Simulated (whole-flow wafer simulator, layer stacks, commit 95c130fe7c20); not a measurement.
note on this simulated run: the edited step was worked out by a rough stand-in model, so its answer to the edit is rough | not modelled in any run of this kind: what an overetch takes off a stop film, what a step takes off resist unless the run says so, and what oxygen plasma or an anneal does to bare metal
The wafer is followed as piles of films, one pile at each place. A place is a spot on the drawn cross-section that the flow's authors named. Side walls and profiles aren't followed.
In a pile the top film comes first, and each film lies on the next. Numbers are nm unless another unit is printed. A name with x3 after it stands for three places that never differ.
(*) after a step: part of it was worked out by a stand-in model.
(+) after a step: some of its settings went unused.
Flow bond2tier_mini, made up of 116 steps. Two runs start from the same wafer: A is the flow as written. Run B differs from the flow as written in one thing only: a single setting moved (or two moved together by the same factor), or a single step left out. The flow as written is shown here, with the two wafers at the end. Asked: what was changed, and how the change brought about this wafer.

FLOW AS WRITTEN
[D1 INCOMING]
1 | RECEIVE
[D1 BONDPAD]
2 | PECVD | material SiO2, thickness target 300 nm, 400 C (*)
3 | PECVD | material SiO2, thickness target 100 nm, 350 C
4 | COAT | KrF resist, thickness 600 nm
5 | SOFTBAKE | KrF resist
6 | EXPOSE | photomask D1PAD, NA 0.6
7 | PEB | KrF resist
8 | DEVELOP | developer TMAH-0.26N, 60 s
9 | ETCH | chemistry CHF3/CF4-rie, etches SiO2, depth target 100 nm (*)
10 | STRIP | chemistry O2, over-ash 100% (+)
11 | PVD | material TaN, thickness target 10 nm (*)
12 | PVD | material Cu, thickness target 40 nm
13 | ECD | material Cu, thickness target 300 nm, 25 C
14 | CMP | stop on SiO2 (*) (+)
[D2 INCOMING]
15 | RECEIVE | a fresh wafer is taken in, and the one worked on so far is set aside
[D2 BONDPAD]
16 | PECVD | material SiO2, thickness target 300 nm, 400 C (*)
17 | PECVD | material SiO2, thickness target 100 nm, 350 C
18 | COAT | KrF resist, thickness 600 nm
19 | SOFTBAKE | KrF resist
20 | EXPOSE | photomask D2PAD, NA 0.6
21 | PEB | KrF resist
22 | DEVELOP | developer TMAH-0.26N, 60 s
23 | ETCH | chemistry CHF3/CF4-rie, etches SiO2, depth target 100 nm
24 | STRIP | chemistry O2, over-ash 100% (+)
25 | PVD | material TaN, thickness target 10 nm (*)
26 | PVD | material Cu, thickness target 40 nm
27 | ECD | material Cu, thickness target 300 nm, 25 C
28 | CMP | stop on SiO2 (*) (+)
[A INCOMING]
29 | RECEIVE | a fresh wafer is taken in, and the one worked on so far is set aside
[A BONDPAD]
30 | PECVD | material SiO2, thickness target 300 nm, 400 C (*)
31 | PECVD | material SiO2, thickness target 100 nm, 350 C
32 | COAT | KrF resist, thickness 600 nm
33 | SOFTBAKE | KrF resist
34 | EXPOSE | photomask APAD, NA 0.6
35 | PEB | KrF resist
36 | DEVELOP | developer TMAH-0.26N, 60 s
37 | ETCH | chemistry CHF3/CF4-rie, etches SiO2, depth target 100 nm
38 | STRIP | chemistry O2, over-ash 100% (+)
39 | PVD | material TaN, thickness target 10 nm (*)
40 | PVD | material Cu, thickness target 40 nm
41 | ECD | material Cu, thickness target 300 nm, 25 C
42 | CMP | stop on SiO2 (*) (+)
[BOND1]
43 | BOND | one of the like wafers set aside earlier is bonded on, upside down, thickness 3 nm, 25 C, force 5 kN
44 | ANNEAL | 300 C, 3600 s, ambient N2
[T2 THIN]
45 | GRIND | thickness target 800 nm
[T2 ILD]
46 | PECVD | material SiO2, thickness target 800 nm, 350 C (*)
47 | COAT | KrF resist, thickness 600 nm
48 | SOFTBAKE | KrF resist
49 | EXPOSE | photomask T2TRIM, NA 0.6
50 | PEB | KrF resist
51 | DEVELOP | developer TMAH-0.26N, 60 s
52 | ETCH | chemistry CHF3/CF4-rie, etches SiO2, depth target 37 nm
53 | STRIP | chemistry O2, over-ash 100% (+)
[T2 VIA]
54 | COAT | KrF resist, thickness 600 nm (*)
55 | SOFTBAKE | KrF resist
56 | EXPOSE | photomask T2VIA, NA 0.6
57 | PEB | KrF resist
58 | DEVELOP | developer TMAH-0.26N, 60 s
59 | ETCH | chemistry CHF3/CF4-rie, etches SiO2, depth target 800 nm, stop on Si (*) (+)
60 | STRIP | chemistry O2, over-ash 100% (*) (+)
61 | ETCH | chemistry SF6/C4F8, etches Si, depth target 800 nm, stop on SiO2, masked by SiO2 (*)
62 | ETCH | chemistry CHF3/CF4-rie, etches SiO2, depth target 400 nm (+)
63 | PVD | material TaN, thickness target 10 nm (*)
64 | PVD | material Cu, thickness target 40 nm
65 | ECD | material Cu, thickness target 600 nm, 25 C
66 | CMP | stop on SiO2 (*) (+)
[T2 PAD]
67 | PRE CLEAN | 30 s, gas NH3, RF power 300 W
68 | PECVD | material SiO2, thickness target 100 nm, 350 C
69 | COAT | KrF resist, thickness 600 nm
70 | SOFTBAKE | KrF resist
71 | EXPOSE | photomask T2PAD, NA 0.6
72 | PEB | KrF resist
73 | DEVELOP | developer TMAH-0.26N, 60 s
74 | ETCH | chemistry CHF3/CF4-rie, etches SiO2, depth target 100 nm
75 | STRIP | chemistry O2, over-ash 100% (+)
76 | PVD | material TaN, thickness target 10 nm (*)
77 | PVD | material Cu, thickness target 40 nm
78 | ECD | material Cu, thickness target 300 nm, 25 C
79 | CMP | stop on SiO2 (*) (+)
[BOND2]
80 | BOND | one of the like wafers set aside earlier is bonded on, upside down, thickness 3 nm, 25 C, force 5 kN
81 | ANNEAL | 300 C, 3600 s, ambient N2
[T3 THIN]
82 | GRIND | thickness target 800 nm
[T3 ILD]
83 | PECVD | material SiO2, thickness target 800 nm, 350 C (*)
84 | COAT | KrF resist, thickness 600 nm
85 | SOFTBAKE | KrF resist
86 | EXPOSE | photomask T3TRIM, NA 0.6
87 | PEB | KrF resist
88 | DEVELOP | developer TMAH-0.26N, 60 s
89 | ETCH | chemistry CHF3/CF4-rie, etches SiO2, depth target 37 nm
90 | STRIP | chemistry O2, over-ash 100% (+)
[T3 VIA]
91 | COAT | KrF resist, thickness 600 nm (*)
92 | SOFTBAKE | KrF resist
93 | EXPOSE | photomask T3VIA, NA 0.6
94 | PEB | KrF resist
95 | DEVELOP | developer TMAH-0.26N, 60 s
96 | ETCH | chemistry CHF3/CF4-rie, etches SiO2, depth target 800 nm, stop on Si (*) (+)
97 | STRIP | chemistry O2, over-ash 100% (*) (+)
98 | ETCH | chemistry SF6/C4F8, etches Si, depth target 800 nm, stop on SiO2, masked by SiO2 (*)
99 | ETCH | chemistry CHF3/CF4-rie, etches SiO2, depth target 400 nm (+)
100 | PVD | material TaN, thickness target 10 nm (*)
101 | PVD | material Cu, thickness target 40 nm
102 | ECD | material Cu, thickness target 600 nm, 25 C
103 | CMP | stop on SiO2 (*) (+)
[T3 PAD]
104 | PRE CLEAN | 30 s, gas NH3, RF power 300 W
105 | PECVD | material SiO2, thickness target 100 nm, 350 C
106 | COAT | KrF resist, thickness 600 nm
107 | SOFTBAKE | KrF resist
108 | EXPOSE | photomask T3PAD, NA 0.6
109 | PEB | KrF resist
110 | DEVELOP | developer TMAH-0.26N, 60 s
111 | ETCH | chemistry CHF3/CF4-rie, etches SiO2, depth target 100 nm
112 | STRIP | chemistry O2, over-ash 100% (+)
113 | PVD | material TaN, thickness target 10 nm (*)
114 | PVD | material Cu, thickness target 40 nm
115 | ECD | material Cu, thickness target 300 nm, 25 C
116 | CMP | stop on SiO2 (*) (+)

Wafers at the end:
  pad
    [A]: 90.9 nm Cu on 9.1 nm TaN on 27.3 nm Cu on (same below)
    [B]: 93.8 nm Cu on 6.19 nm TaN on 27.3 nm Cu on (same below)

Cause: step 113, PVD: thickness target 6.8 nm was run, while the flow as written has thickness target 10 nm.

How this came from the change, step by step:
  113 | PVD | material TaN, thickness target 10 nm (*)
      field: A +10 TaN (new film) | B +6.8 TaN (new film)
      pad: A +9.1 TaN (new film) | B +6.19 TaN (new film)
  116 | CMP | stop on SiO2 (*) (+)
      field: A -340 Cu (all of it), -10 TaN (all of it) | B -340 Cu (all of it), -6.8 TaN (all of it)
